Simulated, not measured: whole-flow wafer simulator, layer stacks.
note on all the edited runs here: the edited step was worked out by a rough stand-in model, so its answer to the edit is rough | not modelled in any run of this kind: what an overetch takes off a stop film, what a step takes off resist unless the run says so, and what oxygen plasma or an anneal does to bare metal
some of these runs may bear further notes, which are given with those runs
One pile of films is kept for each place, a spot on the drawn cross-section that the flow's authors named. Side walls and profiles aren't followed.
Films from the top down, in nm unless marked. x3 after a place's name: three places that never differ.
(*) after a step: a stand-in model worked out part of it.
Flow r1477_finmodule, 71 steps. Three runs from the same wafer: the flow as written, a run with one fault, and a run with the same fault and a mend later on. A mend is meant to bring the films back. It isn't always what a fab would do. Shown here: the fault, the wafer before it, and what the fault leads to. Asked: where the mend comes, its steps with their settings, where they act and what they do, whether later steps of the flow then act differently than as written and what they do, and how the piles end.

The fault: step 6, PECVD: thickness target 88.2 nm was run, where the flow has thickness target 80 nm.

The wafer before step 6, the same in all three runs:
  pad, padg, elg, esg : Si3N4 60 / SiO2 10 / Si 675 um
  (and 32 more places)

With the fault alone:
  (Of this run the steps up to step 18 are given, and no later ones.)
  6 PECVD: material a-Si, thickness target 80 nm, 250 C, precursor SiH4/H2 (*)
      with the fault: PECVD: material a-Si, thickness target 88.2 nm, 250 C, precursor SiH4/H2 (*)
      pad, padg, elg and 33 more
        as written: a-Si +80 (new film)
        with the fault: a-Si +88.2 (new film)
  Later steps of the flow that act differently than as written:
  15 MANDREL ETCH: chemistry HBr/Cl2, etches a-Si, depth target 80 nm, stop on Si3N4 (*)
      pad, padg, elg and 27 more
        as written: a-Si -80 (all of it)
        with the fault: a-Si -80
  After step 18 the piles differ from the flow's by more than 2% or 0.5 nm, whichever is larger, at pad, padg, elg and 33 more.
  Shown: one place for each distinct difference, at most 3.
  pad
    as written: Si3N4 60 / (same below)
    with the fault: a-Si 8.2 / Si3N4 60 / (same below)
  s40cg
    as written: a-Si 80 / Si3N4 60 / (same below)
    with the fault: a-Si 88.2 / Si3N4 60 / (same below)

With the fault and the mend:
  The mend comes after step 7.
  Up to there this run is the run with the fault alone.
  7a ETCH: chemistry tmah, depth target 8.2 nm
      pad, padg, elg and 33 more
        a-Si -8.2
  No later step of the flow acts differently than as written at any place that is followed.
  At the end the piles are the same as the flow's at every place that both follow.
